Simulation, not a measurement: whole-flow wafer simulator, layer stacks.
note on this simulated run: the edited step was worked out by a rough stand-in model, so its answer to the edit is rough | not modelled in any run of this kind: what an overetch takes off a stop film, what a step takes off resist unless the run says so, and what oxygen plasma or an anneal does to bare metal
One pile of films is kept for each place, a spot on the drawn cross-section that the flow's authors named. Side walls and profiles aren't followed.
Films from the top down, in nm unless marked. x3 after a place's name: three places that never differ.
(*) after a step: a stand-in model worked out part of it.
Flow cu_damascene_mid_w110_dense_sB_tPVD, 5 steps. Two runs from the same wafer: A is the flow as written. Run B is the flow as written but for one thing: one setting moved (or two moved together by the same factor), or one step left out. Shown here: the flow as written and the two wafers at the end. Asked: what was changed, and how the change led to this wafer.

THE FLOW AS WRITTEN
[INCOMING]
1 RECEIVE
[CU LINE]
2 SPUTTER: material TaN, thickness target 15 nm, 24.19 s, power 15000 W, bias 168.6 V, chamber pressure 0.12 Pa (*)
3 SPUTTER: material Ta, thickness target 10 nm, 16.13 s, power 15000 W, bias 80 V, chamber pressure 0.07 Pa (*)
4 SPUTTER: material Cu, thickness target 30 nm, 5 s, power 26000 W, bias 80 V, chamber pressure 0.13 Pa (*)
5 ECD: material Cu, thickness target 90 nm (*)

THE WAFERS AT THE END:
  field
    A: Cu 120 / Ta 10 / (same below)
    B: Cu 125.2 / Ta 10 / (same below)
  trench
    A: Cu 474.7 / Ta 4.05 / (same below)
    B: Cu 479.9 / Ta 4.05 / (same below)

The cause: step 4, SPUTTER: thickness target 35.2 nm was run, where the flow has thickness target 30 nm; step 4, SPUTTER: 5.88 s was run, where the flow has 5 s.

How the change led to this, step by step:
  4 SPUTTER: material Cu, thickness target 30 nm, 5 s, power 26000 W, bias 80 V, chamber pressure 0.13 Pa (*)
      field: A Cu +30 (new film) | B Cu +35.2 (new film)
      trench: A Cu +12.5 (new film) | B Cu +14.6 (new film)
